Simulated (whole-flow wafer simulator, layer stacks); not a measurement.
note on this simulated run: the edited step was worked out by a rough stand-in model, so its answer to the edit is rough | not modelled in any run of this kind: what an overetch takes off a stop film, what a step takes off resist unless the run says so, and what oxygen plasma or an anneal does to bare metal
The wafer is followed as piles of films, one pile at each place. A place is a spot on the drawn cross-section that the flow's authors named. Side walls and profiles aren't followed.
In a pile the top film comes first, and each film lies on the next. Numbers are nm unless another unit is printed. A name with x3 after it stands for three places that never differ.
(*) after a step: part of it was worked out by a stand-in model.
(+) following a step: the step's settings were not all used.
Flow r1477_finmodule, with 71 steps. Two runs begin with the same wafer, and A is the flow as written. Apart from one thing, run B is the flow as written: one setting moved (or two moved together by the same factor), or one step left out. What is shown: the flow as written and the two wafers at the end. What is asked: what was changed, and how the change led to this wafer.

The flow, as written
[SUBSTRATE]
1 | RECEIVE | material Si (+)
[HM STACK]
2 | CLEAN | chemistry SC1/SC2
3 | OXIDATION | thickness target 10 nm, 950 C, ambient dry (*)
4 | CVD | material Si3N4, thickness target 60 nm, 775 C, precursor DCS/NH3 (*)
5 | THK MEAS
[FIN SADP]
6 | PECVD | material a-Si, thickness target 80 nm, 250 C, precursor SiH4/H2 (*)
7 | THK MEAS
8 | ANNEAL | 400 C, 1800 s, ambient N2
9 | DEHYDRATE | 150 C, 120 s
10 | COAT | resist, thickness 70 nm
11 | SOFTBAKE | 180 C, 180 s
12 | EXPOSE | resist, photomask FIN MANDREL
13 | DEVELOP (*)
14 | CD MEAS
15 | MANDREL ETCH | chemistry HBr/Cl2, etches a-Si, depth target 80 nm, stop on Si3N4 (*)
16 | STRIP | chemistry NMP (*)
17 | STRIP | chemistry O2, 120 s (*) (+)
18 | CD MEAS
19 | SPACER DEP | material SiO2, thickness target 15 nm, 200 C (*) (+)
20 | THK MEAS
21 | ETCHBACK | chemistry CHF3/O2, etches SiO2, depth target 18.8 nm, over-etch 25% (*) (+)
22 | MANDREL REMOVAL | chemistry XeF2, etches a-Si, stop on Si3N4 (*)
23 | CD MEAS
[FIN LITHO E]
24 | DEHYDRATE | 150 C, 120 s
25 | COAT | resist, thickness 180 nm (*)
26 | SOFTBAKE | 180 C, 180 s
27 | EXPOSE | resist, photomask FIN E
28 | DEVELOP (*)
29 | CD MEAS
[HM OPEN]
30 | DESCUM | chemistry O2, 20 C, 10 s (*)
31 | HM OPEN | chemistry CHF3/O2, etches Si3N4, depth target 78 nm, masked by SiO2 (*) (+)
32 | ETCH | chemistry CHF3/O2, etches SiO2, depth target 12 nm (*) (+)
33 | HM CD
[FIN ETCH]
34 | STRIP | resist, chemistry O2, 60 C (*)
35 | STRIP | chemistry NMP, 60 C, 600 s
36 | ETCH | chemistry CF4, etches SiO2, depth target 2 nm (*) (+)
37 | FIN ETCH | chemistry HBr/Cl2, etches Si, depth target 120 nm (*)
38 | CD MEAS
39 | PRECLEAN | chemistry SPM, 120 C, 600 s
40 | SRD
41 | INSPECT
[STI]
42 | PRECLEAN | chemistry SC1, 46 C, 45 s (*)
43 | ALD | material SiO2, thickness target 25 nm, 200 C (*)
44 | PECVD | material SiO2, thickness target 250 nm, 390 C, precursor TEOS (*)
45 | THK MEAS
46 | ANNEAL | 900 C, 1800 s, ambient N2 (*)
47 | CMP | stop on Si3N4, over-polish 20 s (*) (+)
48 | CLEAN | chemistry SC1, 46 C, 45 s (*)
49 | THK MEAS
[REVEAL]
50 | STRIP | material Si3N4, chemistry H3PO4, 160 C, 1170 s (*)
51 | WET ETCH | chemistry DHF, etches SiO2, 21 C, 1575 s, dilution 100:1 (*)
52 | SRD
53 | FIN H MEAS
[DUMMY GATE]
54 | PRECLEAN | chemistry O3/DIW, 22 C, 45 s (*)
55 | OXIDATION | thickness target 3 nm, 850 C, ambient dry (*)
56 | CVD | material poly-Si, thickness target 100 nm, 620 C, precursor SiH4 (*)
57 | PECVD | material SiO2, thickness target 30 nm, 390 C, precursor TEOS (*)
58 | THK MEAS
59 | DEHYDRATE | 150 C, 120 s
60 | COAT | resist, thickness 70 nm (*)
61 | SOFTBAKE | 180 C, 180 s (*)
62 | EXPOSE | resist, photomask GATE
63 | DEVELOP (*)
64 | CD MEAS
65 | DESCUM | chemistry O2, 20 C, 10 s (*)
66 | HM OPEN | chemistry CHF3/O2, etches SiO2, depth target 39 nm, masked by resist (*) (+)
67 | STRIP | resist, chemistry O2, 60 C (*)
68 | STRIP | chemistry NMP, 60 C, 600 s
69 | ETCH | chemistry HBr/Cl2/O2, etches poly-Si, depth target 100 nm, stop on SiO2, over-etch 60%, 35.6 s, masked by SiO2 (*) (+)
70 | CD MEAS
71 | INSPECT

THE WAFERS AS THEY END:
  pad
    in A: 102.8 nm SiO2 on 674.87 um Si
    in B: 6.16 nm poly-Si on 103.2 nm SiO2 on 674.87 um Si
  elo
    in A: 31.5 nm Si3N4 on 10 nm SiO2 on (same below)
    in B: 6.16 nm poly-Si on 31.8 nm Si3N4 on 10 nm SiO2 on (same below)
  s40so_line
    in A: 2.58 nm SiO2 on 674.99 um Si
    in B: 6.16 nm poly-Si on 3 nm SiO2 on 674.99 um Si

Cause: step 56, CVD: thickness target 168.6 nm was run, whereas the flow has thickness target 100 nm.

Step by step, how the change led to this:
  56 | CVD | material poly-Si, thickness target 100 nm, 620 C, precursor SiH4 (*)
      pad, padg, elg and 26 more: A +100 poly-Si (new film) | B +168.6 poly-Si (new film)
      s40cg, s40co: A +113.9 poly-Si (new film) | B +183.4 poly-Si (new film)
      (and at 5 other places as well)
  67 | STRIP | resist, chemistry O2, 60 C (*)
      s40cg: A -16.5 resist (all of it) | B -15.8 resist (all of it)
      s45cg: A -16.9 resist (all of it) | B -16.1 resist (all of it)
      (and at 1 other place as well)
  69 | ETCH | chemistry HBr/Cl2/O2, etches poly-Si, depth target 100 nm, stop on SiO2, over-etch 60%, 35.6 s, masked by SiO2 (*) (+)
      pad, eso, e40so and 8 more: A -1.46 chemical SiO2 (all of it), -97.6 poly-Si (all of it), -0.42 SiO2 | B -1.46 chemical SiO2 (all of it), -160 poly-Si
      elo, e40lo, e100lo, e200lo: A -1.46 chemical SiO2 (all of it), -97.6 poly-Si (all of it), -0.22 Si3N4 | B -1.46 chemical SiO2 (all of it), -160 poly-Si
      (and at 3 other places as well)
